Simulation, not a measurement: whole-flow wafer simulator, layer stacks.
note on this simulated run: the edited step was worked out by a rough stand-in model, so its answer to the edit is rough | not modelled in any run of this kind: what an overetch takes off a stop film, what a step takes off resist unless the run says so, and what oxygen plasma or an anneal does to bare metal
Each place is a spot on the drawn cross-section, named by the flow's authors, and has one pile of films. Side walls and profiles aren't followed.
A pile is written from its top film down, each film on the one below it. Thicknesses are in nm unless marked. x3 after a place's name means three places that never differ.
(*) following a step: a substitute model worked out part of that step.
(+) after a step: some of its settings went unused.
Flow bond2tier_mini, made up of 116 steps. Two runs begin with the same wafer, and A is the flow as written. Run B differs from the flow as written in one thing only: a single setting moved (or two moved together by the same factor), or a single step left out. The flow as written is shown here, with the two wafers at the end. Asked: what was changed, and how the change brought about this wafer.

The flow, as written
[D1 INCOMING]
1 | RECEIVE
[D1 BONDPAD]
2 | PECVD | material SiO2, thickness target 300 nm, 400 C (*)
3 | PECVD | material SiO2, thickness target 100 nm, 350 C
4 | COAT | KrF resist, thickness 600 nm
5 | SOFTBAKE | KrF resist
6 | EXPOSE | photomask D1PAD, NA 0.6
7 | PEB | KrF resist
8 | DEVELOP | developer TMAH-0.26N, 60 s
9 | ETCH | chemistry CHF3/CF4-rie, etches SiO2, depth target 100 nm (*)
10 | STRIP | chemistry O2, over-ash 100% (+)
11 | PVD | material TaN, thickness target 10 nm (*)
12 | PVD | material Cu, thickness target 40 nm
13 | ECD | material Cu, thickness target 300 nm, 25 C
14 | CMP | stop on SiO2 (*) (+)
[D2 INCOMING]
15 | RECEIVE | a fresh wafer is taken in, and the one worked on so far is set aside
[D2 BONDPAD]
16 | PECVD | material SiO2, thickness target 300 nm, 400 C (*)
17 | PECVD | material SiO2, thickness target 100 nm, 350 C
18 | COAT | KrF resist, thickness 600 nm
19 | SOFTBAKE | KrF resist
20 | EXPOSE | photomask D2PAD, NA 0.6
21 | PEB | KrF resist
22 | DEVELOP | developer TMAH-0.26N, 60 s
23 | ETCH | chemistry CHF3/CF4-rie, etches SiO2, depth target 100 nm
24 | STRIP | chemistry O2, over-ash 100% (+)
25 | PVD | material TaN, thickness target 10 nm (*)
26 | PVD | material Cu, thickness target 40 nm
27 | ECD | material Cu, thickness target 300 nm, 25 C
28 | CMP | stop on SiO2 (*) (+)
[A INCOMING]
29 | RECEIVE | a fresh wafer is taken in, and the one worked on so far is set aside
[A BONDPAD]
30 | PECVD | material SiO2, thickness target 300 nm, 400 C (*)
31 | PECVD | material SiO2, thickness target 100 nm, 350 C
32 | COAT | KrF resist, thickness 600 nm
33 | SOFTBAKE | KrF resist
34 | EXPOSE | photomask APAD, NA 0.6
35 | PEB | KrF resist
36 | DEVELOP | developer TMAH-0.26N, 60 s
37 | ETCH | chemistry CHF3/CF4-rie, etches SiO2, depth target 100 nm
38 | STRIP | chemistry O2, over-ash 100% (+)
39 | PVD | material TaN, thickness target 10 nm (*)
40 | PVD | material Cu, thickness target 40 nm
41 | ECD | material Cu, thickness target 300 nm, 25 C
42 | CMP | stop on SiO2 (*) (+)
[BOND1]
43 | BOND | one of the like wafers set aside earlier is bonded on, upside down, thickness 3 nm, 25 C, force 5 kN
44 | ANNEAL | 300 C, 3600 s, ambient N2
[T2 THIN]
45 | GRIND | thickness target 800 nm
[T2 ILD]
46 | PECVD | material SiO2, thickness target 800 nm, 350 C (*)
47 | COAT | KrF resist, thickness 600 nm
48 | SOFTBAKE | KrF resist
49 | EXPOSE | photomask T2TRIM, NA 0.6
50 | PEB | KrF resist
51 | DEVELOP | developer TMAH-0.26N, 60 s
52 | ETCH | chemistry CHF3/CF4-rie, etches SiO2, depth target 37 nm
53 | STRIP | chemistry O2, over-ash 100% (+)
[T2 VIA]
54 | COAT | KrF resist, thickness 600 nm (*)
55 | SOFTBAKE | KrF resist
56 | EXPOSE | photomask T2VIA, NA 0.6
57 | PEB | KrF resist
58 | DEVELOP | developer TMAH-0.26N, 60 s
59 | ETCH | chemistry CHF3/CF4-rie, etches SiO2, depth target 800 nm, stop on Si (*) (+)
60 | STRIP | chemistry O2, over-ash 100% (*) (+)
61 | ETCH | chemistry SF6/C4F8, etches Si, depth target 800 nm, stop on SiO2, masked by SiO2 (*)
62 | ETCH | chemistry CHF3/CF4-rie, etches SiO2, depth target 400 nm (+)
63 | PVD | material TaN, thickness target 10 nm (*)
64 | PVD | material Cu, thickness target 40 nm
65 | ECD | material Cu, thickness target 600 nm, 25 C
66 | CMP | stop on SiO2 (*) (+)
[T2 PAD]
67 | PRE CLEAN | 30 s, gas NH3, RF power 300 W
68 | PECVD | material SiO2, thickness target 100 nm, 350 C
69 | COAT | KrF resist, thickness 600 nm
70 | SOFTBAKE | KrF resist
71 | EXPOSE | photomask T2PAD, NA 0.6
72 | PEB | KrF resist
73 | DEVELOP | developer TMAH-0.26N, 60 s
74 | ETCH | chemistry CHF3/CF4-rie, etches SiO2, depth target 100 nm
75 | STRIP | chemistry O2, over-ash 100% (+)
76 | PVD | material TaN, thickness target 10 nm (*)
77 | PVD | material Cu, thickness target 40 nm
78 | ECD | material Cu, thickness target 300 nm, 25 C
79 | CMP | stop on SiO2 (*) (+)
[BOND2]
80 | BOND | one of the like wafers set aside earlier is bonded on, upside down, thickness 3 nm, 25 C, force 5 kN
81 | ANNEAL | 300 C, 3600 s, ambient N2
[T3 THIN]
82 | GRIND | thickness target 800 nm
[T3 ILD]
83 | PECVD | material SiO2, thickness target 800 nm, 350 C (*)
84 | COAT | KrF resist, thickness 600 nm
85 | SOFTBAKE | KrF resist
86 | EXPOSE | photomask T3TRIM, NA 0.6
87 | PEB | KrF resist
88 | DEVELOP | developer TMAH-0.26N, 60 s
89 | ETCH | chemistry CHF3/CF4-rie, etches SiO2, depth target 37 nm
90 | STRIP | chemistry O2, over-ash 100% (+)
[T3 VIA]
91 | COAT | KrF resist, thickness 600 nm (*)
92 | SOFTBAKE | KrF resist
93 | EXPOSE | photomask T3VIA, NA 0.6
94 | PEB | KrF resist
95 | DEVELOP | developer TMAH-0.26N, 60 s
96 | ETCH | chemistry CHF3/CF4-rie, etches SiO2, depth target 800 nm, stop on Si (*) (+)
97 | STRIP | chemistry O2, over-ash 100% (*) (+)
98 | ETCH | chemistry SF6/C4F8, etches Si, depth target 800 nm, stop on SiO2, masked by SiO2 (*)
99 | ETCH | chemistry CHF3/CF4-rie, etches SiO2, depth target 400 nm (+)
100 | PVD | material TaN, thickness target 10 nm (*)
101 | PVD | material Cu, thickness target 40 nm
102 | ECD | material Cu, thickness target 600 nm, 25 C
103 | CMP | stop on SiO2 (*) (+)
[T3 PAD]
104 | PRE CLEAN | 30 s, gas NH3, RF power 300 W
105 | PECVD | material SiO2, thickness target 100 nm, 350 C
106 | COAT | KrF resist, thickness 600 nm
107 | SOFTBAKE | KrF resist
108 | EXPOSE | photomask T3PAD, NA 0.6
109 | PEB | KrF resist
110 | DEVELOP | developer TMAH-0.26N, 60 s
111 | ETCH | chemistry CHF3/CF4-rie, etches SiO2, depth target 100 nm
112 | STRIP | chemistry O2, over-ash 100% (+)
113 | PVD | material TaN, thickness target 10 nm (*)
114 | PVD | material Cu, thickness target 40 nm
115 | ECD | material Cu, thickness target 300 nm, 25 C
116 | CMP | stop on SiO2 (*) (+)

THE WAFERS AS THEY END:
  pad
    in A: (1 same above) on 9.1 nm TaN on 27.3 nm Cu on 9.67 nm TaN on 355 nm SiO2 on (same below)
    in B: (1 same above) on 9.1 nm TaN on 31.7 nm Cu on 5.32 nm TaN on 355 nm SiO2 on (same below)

The reason: step 100, PVD: thickness target 5.5 nm was run, while the flow as written has thickness target 10 nm.

How this came from the change, step by step:
  100 | PVD | material TaN, thickness target 10 nm (*)
      field: A TaN gains 10 (new film) | B TaN gains 5.5 (new film)
      pad: A TaN gains 9.67 (new film) | B TaN gains 5.32 (new film)
  103 | CMP | stop on SiO2 (*) (+)
      field: A Cu loses 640 (all of it), TaN loses 10 (all of it) | B Cu loses 640 (all of it), TaN loses 5.5 (all of it)
